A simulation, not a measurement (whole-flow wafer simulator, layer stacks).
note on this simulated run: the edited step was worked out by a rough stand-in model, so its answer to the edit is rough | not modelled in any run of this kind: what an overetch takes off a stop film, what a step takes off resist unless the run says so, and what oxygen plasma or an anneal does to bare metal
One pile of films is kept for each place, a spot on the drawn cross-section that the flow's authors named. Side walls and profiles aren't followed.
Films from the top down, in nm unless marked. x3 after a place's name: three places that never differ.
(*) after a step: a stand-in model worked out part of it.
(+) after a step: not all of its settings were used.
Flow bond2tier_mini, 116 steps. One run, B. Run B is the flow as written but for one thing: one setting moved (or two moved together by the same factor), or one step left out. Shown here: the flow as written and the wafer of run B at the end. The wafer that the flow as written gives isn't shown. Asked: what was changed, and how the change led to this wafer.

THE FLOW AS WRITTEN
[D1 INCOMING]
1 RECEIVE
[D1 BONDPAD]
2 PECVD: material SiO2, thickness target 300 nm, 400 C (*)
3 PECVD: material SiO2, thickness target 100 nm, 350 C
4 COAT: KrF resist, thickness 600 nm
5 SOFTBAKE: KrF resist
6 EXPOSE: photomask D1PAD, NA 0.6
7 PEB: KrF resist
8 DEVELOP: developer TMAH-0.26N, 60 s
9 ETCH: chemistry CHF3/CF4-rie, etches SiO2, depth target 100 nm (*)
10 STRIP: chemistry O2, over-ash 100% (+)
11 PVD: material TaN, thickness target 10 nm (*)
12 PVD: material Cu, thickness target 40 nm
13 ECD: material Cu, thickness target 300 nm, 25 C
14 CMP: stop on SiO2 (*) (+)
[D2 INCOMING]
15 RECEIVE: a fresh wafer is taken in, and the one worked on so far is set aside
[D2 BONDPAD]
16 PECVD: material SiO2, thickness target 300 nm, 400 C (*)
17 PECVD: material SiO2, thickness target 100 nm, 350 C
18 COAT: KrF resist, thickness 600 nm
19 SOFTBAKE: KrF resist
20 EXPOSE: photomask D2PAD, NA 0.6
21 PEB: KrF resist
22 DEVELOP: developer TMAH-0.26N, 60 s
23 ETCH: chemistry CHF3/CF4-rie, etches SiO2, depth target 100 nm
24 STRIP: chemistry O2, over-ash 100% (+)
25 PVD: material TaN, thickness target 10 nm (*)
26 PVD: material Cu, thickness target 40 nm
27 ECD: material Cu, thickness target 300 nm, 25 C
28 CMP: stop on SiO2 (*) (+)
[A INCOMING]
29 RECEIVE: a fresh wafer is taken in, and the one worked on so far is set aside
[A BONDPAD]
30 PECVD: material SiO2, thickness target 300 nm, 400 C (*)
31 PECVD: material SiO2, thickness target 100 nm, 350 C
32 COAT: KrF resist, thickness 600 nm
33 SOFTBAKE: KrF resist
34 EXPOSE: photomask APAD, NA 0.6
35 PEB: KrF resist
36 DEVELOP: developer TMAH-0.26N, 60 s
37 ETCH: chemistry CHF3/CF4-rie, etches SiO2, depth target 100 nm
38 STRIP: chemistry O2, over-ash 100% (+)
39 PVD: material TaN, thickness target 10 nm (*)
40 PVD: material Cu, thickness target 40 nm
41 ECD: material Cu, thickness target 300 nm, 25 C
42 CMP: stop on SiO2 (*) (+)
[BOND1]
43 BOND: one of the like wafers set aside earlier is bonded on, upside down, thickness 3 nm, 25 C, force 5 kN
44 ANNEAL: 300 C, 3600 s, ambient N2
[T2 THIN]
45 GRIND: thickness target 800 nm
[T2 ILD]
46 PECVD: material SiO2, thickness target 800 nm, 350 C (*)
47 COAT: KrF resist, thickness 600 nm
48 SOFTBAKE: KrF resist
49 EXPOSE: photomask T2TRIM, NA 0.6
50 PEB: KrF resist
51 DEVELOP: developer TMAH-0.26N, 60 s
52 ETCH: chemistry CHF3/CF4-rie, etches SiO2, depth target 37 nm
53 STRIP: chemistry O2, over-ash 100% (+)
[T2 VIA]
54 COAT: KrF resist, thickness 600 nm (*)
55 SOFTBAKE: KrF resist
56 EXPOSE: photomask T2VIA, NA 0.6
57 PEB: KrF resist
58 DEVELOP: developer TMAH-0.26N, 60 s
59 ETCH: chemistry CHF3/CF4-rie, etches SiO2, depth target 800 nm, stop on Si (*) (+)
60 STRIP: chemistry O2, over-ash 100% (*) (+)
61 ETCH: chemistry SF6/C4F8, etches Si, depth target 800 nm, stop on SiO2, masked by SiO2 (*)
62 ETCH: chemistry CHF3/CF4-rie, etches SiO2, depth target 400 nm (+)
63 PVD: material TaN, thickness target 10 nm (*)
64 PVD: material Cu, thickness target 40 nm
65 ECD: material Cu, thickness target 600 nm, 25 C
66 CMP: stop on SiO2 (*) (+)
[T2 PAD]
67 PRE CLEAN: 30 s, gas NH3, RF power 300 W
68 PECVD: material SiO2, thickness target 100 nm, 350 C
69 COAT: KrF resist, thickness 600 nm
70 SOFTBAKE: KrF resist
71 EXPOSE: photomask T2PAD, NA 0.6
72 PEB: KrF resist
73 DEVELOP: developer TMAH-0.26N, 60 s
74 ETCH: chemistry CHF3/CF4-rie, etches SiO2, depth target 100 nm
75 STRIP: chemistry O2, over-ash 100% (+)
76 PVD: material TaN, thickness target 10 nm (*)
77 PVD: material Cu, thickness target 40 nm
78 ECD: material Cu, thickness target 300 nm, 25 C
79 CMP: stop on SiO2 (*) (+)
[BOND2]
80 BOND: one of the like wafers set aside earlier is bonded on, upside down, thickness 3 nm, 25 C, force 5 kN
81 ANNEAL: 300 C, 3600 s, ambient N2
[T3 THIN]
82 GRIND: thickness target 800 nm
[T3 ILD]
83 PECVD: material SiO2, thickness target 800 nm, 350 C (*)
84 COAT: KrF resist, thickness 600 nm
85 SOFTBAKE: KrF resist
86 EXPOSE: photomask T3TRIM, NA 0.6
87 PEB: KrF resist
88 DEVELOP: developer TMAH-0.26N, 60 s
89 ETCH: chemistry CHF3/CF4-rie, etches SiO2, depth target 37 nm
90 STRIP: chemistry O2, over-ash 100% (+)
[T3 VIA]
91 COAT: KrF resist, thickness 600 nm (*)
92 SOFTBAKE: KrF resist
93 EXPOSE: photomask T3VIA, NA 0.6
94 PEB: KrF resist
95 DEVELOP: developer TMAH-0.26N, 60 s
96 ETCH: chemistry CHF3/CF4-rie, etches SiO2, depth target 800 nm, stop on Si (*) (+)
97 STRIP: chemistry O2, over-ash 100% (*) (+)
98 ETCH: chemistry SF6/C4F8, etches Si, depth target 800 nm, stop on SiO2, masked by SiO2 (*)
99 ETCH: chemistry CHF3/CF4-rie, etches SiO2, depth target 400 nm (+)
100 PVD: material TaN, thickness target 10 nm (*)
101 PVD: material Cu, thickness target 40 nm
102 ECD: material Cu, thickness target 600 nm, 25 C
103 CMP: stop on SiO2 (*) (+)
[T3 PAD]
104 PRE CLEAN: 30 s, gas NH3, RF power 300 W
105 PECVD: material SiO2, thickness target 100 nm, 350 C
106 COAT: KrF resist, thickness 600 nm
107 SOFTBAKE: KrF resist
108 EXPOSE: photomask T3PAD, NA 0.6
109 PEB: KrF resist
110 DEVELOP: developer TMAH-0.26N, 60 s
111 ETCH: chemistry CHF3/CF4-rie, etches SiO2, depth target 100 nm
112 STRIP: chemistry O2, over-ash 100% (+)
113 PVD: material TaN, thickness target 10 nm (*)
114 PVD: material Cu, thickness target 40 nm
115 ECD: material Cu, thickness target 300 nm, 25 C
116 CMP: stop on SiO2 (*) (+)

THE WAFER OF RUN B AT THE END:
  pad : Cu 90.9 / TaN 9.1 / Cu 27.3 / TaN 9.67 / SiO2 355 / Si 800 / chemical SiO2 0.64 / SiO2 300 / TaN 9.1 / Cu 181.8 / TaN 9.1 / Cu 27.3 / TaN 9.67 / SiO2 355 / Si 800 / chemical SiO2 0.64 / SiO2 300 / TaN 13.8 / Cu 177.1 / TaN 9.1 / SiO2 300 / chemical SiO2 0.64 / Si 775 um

The cause: step 11, PVD: thickness target 15.2 nm was run, where the flow has thickness target 10 nm.

How the change led to this, step by step:
  11 PVD: material TaN, thickness target 10 nm (*)
      field: TaN +15.2 (new film) (as written it would be: TaN +10 (new film))
      pad: TaN +13.8 (new film) (as written it would be: TaN +9.1 (new film))
      (and at 1 more place)
  14 CMP: stop on SiO2 (*) (+)
      field: Cu -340 (all of it), TaN -15.2 (all of it) (as written it would be: Cu -340 (all of it), TaN -10 (all of it))
  43 BOND: one of the like wafers set aside earlier is bonded on, upside down, thickness 3 nm, 25 C, force 5 kN
      pad: Si +775 um (new film), chemical SiO2 +0.64 (new film), SiO2 +300 (new film), TaN +13.8 (new film), Cu +86.2 (as written it would be: Si +775 um (new film), chemical SiO2 +0.64 (new film), SiO2 +300 (new film), TaN +9.1 (new film), Cu +90.9)
      via: Si +775 um (new film), chemical SiO2 +0.64 (new film), SiO2 +300 (new film), TaN +15.2 (new film), Cu +84.8 (as written it would be: Si +775 um (new film), chemical SiO2 +0.64 (new film), SiO2 +300 (new film), TaN +9.97 (new film), Cu +90)
